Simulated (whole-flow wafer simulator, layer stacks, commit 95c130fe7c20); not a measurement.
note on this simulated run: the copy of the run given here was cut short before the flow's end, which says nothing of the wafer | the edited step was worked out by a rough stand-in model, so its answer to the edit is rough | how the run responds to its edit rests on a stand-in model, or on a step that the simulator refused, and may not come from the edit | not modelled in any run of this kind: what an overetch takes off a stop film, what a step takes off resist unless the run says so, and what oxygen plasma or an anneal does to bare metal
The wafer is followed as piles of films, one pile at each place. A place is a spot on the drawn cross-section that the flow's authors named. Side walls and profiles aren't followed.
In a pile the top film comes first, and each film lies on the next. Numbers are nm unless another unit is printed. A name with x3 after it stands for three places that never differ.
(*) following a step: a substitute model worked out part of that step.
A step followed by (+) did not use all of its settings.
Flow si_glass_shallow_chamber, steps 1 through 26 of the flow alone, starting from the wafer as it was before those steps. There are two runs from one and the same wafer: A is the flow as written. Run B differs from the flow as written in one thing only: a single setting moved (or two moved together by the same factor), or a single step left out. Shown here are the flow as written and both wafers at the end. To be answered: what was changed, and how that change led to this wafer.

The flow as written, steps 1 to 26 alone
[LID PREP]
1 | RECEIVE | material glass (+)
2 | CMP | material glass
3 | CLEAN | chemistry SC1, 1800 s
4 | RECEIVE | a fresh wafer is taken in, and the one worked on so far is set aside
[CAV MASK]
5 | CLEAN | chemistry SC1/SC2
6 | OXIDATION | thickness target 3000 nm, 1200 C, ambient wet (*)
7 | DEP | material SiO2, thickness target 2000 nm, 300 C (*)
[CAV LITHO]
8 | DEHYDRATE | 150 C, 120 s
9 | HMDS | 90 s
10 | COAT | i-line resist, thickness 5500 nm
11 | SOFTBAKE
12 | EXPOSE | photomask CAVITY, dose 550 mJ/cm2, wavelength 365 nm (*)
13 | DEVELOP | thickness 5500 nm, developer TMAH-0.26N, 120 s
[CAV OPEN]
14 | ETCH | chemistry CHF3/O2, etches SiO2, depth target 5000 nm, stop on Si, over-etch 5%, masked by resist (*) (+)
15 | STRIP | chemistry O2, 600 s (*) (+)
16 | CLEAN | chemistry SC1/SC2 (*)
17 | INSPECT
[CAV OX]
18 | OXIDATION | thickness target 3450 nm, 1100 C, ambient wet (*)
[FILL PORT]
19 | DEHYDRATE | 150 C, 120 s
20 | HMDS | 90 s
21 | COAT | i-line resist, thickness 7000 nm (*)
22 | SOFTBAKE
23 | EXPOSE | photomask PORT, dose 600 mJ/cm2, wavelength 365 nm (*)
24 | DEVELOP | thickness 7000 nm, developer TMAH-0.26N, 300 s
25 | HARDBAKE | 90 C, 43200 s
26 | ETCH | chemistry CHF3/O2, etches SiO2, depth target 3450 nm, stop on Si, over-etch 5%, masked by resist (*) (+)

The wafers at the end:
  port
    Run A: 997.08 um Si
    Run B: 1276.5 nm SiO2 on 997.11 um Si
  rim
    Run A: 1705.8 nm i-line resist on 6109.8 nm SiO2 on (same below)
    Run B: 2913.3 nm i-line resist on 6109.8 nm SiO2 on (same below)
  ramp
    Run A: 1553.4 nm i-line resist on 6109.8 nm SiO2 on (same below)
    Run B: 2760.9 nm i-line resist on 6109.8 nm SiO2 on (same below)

What caused this: step 26, ETCH: depth target 2070 nm was run, while the flow as written has depth target 3450 nm.

Step by step, how the change led to this:
  26 | ETCH | chemistry CHF3/O2, etches SiO2, depth target 3450 nm, stop on Si, over-etch 5%, masked by resist (*) (+)
      port: A SiO2 loses 3450 (all of it), Si loses 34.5 | B SiO2 loses 2173.5
      rim, ramp, cav, ring: A i-line resist loses 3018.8 | B i-line resist loses 1811.2
      (and at 1 other place as well)
